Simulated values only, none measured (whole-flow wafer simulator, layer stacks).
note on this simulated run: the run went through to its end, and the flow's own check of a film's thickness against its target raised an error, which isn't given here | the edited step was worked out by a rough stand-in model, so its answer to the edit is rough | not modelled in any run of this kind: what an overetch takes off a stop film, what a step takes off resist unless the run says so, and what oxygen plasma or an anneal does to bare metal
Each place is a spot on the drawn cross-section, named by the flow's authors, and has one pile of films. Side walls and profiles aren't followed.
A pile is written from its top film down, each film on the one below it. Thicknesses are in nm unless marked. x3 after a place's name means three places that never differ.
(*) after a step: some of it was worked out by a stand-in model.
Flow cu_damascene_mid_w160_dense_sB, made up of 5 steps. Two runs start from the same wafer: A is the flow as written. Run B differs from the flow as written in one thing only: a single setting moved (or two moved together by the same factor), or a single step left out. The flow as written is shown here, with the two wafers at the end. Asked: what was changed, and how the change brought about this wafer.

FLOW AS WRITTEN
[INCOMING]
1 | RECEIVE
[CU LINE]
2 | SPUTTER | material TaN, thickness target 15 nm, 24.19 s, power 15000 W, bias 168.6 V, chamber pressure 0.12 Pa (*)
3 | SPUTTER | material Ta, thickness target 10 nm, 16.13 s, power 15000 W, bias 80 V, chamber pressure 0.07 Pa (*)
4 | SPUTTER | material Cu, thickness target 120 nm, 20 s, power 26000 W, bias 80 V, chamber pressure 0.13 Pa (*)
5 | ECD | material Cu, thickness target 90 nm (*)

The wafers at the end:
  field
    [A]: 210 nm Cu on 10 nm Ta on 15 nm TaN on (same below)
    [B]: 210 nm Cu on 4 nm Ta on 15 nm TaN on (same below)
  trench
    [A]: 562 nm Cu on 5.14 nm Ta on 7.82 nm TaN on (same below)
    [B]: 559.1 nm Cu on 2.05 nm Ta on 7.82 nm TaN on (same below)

Cause: step 3, SPUTTER: thickness target 4 nm was run, though the flow has thickness target 10 nm; step 3, SPUTTER: 6.45 s was run, where the flow has 16.13 s.
The wafer itself shows it: field has Ta 4, and step 3 as written asks for 10 nm.

The path from the change to this, step by step:
  3 | SPUTTER | material Ta, thickness target 10 nm, 16.13 s, power 15000 W, bias 80 V, chamber pressure 0.07 Pa (*)
      field: A Ta gains 10 (new film) | B Ta gains 4 (new film)
      trench: A Ta gains 5.14 (new film) | B Ta gains 2.05 (new film)
